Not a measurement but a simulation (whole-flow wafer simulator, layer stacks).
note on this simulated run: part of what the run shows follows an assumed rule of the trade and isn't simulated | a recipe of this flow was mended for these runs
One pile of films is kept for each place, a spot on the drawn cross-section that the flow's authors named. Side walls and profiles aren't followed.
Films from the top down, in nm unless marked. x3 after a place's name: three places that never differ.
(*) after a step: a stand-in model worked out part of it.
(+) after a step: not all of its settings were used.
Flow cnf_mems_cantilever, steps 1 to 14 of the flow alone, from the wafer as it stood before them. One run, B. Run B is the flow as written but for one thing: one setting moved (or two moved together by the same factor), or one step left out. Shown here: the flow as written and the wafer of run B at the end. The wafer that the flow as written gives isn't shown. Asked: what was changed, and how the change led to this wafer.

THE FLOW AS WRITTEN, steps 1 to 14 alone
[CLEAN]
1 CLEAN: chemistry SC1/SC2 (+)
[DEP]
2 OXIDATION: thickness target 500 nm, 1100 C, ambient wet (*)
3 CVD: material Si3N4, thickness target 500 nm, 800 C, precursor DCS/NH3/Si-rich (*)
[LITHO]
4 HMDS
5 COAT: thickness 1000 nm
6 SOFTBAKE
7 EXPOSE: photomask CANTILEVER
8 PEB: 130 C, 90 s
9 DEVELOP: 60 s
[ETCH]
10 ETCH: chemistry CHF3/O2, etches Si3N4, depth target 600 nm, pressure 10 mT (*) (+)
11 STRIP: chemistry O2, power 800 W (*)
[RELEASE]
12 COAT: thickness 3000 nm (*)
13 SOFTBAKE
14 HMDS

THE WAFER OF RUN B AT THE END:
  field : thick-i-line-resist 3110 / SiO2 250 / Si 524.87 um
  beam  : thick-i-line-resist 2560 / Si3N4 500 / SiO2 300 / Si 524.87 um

The cause: step 2, OXIDATION: thickness target 300 nm was run, where the flow has thickness target 500 nm.
It can be read off the wafer: beam has SiO2 300, and step 2 as written asks for 500 nm.

How the change led to this, step by step:
  2 OXIDATION: thickness target 500 nm, 1100 C, ambient wet (*)
      field, beam: SiO2 +300 (new film), chemical SiO2 -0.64 (all of it), Si -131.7 (as written it would be: SiO2 +500 (new film), chemical SiO2 -0.64 (all of it), Si -219.7)
